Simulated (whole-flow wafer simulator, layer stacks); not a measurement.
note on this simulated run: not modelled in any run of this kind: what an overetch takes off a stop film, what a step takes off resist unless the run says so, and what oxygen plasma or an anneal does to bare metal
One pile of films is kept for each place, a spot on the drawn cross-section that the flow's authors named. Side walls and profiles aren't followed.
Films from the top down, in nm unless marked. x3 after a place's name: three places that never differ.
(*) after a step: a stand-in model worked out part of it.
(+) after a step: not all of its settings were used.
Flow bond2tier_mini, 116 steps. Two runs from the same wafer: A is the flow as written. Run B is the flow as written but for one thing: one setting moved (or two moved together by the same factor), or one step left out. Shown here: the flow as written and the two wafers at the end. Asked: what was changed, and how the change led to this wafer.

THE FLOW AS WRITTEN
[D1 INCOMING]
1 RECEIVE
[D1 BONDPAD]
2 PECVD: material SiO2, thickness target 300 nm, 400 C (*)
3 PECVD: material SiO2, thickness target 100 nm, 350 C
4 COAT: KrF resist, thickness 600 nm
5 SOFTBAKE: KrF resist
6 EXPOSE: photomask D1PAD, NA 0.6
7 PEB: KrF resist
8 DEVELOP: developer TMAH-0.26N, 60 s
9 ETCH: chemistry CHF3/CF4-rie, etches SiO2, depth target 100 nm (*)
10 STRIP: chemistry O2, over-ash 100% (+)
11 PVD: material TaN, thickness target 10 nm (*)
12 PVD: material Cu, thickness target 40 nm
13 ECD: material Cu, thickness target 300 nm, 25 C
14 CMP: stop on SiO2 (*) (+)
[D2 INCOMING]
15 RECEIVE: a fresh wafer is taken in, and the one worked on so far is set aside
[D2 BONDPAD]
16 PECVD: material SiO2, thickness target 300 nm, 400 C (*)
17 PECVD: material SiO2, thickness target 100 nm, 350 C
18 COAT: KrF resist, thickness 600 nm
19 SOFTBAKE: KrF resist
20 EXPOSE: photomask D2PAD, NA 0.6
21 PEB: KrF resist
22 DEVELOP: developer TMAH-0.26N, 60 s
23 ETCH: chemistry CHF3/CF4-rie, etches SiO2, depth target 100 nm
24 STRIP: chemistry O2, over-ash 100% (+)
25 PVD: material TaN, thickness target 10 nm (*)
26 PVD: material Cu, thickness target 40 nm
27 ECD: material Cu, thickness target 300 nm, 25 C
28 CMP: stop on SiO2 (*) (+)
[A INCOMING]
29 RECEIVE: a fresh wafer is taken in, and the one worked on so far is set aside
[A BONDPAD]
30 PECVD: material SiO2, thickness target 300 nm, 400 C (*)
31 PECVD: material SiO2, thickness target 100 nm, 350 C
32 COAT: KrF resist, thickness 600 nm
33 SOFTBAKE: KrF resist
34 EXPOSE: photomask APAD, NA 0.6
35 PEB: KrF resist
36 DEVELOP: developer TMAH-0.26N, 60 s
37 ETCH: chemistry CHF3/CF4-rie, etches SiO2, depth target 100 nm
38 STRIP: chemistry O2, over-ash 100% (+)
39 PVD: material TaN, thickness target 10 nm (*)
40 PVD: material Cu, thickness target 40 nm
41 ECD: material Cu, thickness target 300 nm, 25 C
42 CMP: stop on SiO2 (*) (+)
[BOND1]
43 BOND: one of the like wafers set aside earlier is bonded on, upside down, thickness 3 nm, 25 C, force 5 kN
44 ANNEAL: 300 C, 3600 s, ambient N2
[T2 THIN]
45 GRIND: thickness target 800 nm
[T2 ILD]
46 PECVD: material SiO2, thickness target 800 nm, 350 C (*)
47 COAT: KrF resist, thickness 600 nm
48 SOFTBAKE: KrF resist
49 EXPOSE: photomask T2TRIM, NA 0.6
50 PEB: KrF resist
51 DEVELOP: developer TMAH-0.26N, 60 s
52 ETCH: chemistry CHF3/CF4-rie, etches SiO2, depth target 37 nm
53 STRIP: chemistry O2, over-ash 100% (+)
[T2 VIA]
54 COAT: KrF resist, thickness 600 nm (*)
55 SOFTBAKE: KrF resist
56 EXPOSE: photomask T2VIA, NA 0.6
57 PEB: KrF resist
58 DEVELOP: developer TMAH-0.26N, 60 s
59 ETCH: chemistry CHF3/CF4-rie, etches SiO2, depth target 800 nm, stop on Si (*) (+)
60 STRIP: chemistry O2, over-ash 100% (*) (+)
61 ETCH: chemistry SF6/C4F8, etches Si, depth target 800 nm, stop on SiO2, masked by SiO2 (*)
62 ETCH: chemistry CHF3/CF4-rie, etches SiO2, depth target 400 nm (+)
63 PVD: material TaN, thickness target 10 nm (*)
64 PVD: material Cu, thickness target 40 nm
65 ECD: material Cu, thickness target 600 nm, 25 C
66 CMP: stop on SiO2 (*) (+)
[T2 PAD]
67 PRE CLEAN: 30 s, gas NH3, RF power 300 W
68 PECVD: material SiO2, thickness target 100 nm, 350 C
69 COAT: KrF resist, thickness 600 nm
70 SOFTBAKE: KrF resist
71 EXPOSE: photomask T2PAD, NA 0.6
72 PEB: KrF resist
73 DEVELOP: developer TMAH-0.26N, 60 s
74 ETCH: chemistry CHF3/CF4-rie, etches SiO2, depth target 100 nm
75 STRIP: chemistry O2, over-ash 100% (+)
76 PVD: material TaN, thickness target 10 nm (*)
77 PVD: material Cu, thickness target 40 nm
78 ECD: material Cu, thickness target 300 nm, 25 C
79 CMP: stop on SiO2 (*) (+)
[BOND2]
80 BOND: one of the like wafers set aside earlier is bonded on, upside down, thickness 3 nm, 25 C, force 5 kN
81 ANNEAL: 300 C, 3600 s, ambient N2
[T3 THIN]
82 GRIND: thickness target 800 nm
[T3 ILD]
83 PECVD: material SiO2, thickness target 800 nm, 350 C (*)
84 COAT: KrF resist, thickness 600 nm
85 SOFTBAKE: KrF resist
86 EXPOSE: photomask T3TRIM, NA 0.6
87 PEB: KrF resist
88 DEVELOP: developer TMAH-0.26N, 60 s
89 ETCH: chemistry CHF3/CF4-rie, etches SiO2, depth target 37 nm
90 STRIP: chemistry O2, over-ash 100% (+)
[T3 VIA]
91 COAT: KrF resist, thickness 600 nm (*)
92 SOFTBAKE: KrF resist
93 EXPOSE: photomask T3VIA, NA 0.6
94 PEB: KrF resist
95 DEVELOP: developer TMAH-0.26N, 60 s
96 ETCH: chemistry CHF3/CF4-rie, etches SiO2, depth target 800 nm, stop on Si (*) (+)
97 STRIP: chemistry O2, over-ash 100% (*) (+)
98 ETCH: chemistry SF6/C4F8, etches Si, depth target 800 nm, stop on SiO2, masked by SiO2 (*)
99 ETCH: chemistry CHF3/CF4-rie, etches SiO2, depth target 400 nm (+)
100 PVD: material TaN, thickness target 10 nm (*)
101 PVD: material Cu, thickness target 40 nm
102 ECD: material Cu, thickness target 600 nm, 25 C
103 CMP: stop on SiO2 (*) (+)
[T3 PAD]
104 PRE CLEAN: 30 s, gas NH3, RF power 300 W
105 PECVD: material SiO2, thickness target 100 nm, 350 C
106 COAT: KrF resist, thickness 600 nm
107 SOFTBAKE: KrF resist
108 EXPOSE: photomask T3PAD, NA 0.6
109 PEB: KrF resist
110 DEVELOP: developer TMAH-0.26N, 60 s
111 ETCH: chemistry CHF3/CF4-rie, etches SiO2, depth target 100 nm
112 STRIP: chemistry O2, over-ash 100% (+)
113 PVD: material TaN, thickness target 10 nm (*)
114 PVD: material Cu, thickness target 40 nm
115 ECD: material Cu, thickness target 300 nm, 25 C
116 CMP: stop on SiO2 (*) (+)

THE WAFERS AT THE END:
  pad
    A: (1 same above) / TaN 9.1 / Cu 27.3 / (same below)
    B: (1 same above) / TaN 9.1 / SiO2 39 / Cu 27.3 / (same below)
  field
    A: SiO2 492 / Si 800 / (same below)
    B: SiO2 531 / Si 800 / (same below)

The cause: step 105, PECVD: thickness target 139 nm was run, where the flow has thickness target 100 nm.

How the change led to this, step by step:
  105 PECVD: material SiO2, thickness target 100 nm, 350 C
      field: A SiO2 +100 | B SiO2 +139
      pad: A SiO2 +100 (new film) | B SiO2 +139 (new film)
  111 ETCH: chemistry CHF3/CF4-rie, etches SiO2, depth target 100 nm
      pad: A SiO2 -100 (all of it) | B SiO2 -100
Counting metal films that touch as one body, pad has 4 bodies (between them, from the top down: SiO2 39; SiO2 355 / Si 800 / chemical SiO2 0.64 / SiO2 300; SiO2 355 / Si 800 / chemical SiO2 0.64 / SiO2 300); the flow as written gives 3 bodies (between them, from the top down: SiO2 355 / Si 800 / chemical SiO2 0.64 / SiO2 300; SiO2 355 / Si 800 / chemical SiO2 0.64 / SiO2 300).
